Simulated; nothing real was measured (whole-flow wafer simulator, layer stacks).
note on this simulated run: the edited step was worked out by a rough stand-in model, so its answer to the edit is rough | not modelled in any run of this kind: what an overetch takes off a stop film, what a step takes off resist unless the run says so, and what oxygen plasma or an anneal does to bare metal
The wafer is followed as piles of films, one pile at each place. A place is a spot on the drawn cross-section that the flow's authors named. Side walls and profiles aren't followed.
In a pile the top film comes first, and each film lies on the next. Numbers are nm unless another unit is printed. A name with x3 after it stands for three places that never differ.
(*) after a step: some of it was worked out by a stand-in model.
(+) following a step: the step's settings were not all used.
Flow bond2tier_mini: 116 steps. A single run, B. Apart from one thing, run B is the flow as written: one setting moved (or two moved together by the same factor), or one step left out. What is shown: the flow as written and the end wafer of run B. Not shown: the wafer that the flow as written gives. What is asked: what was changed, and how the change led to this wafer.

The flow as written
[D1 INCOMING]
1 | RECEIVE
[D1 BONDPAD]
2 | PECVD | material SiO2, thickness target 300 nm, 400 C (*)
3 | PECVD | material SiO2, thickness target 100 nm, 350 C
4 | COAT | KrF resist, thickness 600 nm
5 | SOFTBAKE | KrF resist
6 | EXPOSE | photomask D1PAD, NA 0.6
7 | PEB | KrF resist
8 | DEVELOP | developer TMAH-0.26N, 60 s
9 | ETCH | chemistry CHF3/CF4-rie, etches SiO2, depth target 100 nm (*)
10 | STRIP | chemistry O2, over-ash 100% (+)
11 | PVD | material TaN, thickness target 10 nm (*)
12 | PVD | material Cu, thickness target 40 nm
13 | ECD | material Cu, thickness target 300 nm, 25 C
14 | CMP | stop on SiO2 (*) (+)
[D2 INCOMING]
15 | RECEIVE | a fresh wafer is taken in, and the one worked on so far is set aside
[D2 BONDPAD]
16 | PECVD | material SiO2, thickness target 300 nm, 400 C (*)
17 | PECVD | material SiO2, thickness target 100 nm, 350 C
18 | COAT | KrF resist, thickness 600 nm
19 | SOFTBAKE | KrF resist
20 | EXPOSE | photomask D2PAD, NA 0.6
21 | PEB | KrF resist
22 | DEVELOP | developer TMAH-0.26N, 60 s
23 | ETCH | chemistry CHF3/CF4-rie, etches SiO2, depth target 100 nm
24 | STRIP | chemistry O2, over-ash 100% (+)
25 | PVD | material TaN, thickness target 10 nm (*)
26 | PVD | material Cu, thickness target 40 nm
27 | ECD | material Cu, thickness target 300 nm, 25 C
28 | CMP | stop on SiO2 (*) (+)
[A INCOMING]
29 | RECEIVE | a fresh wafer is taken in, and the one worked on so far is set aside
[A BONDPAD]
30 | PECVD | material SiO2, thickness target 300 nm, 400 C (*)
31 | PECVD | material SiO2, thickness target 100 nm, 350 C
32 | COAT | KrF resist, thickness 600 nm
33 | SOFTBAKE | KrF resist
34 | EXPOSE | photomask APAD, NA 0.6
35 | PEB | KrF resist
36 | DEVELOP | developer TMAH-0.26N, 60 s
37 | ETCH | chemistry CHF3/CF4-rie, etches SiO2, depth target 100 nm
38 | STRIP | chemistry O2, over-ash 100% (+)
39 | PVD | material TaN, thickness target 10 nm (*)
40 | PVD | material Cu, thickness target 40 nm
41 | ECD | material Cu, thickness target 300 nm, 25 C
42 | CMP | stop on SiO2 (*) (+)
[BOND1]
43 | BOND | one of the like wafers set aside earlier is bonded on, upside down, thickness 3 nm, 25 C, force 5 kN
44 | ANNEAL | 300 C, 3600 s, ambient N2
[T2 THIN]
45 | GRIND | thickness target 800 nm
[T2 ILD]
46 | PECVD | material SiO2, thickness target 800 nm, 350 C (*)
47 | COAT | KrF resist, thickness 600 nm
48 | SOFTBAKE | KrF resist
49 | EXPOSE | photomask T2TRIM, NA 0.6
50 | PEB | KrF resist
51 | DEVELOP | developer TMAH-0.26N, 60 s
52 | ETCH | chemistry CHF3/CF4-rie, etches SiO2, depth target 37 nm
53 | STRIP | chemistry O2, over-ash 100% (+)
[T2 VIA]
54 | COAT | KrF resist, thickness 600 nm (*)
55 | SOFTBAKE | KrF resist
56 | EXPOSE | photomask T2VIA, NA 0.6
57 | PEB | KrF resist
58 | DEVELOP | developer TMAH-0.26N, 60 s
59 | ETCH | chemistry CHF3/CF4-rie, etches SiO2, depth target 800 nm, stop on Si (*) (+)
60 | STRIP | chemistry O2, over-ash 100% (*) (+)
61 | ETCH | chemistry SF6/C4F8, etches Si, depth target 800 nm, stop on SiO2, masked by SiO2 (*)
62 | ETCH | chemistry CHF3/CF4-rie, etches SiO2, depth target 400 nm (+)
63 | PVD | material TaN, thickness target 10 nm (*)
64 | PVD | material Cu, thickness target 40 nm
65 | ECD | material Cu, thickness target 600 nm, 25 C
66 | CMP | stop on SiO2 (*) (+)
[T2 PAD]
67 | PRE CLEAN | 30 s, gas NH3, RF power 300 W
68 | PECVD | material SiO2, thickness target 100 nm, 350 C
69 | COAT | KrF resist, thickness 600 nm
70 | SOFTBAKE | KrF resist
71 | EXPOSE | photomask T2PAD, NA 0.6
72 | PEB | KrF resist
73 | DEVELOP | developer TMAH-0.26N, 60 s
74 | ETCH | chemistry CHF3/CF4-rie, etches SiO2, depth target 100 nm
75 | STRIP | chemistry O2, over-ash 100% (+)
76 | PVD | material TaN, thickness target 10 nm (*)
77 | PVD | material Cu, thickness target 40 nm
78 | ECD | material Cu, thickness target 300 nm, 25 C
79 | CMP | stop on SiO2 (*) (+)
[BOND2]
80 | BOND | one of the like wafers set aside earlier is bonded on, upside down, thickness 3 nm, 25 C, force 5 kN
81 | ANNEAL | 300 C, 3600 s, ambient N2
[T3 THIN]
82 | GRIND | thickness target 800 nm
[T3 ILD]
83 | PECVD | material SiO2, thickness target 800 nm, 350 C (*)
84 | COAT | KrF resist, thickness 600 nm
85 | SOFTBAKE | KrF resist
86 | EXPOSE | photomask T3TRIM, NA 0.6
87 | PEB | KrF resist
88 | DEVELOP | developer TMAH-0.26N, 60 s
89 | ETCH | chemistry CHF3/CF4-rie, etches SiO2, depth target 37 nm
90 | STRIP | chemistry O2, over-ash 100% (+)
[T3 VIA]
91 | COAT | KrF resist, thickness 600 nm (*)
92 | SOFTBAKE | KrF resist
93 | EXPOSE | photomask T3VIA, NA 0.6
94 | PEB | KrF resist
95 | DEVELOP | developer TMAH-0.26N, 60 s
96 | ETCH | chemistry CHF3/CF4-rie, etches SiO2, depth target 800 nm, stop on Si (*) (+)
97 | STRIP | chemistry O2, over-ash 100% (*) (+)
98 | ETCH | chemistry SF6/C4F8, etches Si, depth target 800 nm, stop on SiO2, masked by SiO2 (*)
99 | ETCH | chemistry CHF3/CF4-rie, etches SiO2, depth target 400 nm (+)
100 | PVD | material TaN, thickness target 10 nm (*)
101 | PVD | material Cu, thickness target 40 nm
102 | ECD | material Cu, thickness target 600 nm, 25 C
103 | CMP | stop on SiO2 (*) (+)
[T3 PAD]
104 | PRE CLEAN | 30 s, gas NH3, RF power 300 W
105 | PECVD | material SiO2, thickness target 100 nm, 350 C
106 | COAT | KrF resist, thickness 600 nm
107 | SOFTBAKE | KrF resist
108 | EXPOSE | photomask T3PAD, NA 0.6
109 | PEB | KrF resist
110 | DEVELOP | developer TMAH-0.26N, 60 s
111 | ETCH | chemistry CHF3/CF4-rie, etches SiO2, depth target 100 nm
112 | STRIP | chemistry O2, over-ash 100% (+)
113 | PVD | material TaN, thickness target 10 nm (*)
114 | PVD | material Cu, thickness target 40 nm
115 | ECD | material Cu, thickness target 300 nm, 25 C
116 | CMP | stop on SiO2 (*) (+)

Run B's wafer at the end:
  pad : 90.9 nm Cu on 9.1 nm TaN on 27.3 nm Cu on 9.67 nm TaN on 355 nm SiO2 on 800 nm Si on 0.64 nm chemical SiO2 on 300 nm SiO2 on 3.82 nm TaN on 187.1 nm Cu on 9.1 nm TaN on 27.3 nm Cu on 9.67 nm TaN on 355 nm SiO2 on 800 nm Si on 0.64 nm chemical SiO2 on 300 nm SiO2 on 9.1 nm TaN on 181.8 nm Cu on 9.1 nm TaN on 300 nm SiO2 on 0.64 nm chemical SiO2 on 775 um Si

Cause: step 25, PVD: thickness target 4.2 nm was run, while the flow as written has thickness target 10 nm.

Step by step, how the change led to this:
  25 | PVD | material TaN, thickness target 10 nm (*)
      field: +4.2 TaN (new film) (as written it would have been: +10 TaN (new film))
      pad: +3.82 TaN (new film) (as written it would have been: +9.1 TaN (new film))
      (as well as at 1 more place)
  28 | CMP | stop on SiO2 (*) (+)
      field: -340 Cu (all of it), -4.2 TaN (all of it) (as written it would have been: -340 Cu (all of it), -10 TaN (all of it))
  80 | BOND | one of the like wafers set aside earlier is bonded on, upside down, thickness 3 nm, 25 C, force 5 kN
      pad: +775 um Si (new film), +0.64 chemical SiO2 (new film), +300 SiO2 (new film), +3.82 TaN (new film), +96.2 Cu (as written it would have been: +775 um Si (new film), +0.64 chemical SiO2 (new film), +300 SiO2 (new film), +9.1 TaN (new film), +90.9 Cu)
